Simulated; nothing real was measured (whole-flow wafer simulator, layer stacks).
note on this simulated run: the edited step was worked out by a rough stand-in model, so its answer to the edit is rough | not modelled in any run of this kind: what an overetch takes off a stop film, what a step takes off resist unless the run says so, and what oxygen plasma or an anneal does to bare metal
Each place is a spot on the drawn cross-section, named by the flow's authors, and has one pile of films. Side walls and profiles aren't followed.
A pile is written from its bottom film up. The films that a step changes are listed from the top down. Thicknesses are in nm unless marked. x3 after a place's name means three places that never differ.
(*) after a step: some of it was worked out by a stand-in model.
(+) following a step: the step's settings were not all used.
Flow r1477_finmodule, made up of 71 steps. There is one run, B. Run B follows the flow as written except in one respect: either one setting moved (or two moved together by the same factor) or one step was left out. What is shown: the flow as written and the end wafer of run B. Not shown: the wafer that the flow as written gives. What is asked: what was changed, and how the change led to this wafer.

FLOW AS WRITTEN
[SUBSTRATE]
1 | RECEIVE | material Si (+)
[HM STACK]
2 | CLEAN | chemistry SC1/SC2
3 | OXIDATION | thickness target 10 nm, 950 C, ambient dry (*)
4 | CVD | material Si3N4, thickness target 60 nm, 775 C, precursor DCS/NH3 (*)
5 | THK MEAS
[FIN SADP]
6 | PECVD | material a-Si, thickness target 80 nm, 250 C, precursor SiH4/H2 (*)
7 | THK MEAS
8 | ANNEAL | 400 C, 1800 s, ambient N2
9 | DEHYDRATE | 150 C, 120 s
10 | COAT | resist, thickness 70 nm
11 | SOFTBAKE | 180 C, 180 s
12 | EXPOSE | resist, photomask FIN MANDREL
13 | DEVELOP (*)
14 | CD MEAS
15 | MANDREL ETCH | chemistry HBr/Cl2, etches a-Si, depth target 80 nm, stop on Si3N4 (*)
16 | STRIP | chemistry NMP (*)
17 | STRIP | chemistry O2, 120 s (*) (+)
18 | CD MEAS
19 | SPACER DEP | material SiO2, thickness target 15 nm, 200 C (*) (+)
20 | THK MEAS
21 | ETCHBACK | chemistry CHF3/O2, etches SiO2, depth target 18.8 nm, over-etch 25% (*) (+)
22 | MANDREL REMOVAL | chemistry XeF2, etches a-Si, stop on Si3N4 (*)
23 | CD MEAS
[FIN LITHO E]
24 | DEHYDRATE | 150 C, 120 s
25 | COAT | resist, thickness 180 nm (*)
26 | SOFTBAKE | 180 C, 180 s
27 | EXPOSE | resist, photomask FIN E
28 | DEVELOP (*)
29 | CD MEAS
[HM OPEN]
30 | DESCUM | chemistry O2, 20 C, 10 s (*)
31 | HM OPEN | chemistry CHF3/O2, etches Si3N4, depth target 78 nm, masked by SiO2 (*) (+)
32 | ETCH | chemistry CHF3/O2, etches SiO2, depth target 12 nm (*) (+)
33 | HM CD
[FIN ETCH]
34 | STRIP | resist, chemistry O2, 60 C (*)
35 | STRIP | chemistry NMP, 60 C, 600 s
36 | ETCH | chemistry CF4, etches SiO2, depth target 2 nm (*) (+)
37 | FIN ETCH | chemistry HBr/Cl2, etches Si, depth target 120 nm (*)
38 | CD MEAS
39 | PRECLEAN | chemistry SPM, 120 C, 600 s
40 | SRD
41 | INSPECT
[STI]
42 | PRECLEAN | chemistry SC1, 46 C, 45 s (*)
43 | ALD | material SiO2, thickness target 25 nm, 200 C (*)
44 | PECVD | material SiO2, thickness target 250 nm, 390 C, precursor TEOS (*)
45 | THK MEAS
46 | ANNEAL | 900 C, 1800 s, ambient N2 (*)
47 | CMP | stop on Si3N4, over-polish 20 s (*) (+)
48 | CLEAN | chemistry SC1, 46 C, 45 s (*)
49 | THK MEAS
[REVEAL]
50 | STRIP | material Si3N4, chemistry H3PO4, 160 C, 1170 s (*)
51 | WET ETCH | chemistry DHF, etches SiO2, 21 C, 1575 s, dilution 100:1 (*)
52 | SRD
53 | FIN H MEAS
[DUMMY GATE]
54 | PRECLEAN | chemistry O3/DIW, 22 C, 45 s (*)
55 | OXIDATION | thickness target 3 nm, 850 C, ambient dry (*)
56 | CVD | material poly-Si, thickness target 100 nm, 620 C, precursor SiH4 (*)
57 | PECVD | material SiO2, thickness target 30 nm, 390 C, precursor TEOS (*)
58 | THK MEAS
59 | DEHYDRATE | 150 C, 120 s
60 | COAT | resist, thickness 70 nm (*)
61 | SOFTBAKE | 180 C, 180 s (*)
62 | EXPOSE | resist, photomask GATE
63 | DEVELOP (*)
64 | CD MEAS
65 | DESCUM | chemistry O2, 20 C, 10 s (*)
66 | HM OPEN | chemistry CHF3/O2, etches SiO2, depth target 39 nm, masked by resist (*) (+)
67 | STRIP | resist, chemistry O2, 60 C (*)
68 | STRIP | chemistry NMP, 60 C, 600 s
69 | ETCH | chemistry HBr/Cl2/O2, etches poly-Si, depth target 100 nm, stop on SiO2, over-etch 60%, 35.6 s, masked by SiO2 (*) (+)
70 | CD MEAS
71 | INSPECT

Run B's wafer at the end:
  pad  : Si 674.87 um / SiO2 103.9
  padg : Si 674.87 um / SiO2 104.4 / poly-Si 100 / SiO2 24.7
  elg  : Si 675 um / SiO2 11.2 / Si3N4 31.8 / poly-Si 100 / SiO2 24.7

What caused this: step 3, OXIDATION: thickness target 11.2 nm was run, while the flow as written has thickness target 10 nm.
One can read it off the wafer: elg has SiO2 11.2, and step 3 as written asks for 10 nm.

The path from the change to this, step by step:
  3 | OXIDATION | thickness target 10 nm, 950 C, ambient dry (*)
      pad, padg, elg and 33 more: +11.2 SiO2 (new film), -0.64 chemical SiO2 (all of it), -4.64 Si (it would be, as written: +10 SiO2 (new film), -0.64 chemical SiO2 (all of it), -4.12 Si)
  31 | HM OPEN | chemistry CHF3/O2, etches Si3N4, depth target 78 nm, masked by SiO2 (*) (+)
      pad, padg, esg and 13 more: -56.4 Si3N4 (all of it), -10.8 SiO2 (it would be, as written: -56.4 Si3N4 (all of it), -10 SiO2 (all of it))
  32 | ETCH | chemistry CHF3/O2, etches SiO2, depth target 12 nm (*) (+)
      esg, eso: -0.39 SiO2 (all of it), -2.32 Si (it would be, as written: -1.77 Si)
      s40cg, s45cg, s50cg, s40co, s45co, s50co: -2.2 SiO2 (all of it), -1.96 Si (it would be, as written: -1 SiO2 (all of it), -2.2 Si)
  47 | CMP | stop on Si3N4, over-polish 20 s (*) (+)
      eso: -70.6 SiO2 (it would be, as written: -72.4 SiO2)
  51 | WET ETCH | chemistry DHF, etches SiO2, 21 C, 1575 s, dilution 100:1 (*)
      s40sg_line, s45sg_line, s50sg_line, s40so_line, s45so_line, s50so_line: -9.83 SiO2 (all of it) (it would be, as written: -8.63 SiO2 (all of it))
  67 | STRIP | resist, chemistry O2, 60 C (*)
      s40sg: -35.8 resist (all of it) (it would be, as written: -36.9 resist (all of it))
      s45sg: -35.7 resist (all of it) (it would be, as written: -36.9 resist (all of it))
      (as well as at 1 more place)
